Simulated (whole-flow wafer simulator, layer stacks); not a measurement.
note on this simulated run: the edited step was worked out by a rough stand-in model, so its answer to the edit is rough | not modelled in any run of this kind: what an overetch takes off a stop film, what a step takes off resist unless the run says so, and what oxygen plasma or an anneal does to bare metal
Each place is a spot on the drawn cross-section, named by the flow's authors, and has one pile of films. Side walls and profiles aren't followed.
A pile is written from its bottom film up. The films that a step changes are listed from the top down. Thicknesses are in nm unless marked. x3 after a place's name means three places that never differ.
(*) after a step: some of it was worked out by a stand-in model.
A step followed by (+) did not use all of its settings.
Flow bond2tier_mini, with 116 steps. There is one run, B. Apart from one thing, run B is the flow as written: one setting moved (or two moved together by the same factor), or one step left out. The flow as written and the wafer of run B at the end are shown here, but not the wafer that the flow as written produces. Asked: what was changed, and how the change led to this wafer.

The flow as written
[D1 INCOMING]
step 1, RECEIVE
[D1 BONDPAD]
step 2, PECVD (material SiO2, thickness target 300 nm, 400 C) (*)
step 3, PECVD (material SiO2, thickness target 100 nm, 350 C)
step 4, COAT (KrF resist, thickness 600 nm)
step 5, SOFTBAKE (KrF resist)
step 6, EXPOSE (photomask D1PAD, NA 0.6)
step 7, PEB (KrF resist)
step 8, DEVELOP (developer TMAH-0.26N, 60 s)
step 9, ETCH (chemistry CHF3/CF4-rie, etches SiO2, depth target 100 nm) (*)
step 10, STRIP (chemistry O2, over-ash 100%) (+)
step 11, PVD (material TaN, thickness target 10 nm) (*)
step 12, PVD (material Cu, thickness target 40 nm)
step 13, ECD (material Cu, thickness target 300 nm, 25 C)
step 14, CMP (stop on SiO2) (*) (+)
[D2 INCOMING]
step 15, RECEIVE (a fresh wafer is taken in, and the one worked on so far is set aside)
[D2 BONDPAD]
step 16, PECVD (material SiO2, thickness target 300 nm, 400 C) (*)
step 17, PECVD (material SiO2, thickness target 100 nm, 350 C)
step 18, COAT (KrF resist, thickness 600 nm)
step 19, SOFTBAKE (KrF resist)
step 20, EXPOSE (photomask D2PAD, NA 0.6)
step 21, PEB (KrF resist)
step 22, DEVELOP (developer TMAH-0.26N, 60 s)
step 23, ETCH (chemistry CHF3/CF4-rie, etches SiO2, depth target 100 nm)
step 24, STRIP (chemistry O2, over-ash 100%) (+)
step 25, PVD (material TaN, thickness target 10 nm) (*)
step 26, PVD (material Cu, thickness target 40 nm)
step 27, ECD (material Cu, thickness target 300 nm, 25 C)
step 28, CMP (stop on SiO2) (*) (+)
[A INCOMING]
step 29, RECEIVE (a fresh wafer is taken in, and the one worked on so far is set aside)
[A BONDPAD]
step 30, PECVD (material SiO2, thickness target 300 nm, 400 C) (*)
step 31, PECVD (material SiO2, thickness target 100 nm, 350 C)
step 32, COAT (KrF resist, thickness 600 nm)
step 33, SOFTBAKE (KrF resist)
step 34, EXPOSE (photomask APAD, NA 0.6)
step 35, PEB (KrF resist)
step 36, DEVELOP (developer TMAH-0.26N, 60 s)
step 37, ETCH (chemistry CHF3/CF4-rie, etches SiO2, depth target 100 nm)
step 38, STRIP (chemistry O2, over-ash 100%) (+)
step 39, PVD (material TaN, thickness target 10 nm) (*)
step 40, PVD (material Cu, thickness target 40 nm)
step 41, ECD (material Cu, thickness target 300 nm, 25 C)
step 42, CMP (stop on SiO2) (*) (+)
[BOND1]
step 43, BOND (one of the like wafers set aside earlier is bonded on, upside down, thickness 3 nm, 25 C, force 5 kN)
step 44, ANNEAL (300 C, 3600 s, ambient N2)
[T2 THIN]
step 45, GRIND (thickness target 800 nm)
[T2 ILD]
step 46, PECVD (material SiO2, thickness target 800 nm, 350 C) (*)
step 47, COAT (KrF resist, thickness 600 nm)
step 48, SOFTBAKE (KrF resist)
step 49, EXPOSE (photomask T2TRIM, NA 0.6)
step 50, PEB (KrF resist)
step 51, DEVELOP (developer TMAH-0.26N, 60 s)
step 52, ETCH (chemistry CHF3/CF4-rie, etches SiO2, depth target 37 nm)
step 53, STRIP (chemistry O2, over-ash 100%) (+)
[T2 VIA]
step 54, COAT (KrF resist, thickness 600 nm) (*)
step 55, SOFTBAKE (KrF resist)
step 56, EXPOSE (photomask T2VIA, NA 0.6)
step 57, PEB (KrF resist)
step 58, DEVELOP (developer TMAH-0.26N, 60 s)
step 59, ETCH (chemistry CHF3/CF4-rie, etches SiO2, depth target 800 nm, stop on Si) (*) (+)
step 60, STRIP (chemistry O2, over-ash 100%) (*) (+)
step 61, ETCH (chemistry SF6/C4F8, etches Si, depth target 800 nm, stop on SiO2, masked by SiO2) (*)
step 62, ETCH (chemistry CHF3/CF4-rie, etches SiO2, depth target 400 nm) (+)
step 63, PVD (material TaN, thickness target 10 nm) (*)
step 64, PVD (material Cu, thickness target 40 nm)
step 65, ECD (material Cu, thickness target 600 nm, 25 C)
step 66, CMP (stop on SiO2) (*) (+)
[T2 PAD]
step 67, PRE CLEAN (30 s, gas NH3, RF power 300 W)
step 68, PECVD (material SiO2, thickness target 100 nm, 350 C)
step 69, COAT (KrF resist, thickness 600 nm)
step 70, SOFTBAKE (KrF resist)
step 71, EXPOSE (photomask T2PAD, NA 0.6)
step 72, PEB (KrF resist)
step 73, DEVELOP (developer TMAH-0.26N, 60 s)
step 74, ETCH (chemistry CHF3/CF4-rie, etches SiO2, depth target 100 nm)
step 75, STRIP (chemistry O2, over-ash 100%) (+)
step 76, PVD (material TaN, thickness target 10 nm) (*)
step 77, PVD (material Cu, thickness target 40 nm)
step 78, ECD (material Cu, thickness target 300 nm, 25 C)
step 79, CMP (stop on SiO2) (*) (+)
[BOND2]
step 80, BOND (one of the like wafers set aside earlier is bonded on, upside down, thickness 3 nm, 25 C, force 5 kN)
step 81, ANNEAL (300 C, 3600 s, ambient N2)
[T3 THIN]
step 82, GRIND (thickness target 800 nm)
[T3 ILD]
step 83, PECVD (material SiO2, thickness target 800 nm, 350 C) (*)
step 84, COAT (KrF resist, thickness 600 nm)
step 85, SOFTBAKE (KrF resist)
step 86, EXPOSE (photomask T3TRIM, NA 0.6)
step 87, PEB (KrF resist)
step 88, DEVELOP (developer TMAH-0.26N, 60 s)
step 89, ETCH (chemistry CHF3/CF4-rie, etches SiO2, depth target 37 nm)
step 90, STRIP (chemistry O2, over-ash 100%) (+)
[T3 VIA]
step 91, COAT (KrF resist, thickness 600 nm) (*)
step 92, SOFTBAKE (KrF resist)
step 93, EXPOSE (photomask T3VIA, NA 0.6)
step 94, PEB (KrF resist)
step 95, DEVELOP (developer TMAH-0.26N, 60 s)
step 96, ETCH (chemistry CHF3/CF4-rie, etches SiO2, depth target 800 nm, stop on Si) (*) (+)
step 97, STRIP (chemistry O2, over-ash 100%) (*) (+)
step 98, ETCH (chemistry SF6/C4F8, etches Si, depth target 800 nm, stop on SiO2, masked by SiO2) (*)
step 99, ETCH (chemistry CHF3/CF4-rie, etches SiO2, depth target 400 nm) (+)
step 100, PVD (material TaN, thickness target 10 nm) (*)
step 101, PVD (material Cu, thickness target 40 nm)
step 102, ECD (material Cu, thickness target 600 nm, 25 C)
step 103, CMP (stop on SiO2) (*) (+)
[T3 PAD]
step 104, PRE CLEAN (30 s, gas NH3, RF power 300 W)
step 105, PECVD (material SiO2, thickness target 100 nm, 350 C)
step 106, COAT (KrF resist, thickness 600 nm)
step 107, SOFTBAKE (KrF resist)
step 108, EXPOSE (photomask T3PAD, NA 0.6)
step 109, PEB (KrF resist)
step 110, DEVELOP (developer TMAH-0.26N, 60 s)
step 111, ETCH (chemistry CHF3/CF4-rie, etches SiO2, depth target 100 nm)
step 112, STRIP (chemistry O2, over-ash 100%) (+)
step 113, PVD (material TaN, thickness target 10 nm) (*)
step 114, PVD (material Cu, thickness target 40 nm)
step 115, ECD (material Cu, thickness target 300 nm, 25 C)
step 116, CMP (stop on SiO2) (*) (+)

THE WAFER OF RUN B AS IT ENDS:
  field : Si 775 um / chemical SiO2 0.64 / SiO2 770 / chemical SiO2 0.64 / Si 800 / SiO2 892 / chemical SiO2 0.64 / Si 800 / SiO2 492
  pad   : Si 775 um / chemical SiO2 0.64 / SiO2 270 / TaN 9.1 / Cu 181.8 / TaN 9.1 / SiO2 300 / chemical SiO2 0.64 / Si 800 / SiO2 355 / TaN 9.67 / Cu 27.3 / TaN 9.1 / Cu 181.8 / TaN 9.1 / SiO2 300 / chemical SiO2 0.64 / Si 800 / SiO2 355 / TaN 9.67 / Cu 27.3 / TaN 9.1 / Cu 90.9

Cause: step 30, PECVD: thickness target 270 nm was run, while the flow as written has thickness target 300 nm.
The wafer lets one read it off: pad has SiO2 270, and step 30 as written asks for 300 nm.

Step by step, how the change led to this:
  step 30, PECVD (material SiO2, thickness target 300 nm, 400 C) (*)
      field, pad, via: +270 SiO2 (new film) (it would be, as written: +300 SiO2 (new film))
